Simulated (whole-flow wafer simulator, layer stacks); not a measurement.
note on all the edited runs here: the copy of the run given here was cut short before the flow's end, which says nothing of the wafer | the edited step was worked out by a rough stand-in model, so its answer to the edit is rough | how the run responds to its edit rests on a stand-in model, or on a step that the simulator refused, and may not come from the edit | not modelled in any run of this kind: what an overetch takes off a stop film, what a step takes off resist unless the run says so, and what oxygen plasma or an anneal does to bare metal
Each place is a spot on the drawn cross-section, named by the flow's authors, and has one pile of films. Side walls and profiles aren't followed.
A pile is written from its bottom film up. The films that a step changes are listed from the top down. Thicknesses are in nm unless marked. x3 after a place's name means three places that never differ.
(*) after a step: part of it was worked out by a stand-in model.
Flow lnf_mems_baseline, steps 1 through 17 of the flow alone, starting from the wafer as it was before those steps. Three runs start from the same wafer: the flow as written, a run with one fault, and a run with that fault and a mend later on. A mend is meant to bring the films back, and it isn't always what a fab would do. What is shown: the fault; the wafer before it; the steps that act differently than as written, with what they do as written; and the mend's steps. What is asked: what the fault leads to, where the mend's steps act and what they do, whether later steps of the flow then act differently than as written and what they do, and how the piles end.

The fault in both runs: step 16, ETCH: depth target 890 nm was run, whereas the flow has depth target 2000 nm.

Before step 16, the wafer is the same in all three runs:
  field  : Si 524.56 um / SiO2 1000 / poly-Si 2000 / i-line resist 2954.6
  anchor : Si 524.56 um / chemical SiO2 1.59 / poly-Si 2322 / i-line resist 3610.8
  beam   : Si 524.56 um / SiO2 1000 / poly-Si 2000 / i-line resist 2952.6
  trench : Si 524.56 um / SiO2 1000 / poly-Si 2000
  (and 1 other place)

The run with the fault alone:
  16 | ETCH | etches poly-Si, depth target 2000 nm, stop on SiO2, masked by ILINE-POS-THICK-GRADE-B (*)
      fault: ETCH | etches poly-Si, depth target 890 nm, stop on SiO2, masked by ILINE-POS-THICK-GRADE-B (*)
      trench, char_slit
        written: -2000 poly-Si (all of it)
        fault: -890 poly-Si
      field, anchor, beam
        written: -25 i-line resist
        fault: -11.1 i-line resist
  Steps further on in the flow that do not act as written:
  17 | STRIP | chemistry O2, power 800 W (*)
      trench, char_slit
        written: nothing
        fault: +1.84 chemical SiO2 (new film), -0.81 poly-Si
  The piles end different from the flow's at trench, char_slit by more than 2% or 0.5 nm, whichever is larger.
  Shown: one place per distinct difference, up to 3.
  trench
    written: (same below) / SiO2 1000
    fault: (same below) / SiO2 1000 / poly-Si 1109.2 / chemical SiO2 1.84

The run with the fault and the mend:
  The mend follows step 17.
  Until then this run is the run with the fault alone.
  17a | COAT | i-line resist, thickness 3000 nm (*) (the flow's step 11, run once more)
      field
        +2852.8 i-line resist (new film)
      anchor
        +3467.4 i-line resist (new film)
      beam
        +2778.4 i-line resist (new film)
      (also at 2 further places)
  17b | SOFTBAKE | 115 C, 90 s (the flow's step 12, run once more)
      field
        +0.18 i-line resist
      anchor
        +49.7 i-line resist
      beam
        +50.3 i-line resist
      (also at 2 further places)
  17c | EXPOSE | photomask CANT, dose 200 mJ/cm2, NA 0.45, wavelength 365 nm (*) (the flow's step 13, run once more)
      does not change any film at any place that is followed
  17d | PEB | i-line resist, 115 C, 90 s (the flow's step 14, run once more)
      field
        -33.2 i-line resist
      anchor
        -43.6 i-line resist
      beam
        -32.1 i-line resist
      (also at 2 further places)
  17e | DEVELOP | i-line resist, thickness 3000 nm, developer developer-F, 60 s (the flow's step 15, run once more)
      field, anchor, beam
        -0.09 i-line resist
      trench
        -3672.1 i-line resist (all of it)
      char_slit
        -3714.6 i-line resist (all of it)
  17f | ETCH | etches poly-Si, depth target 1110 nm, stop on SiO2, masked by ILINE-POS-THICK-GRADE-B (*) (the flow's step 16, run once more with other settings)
      field, anchor, beam
        -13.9 i-line resist
      trench, char_slit
        -1.84 chemical SiO2 (all of it), -1109.2 poly-Si (all of it)
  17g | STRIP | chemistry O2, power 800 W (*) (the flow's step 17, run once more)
      field
        -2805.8 i-line resist (all of it), +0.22 chemical SiO2, -0.09 poly-Si
      anchor
        -3459.6 i-line resist (all of it), +0.22 chemical SiO2, -0.09 poly-Si
      beam
        -2782.6 i-line resist (all of it), +0.22 chemical SiO2, -0.09 poly-Si
  None of the later steps of the flow acts differently than as written at any place that is followed.
  At the end the piles are close to the flow's at the places that both follow, differing by at most 2% or 0.5 nm, whichever is larger.
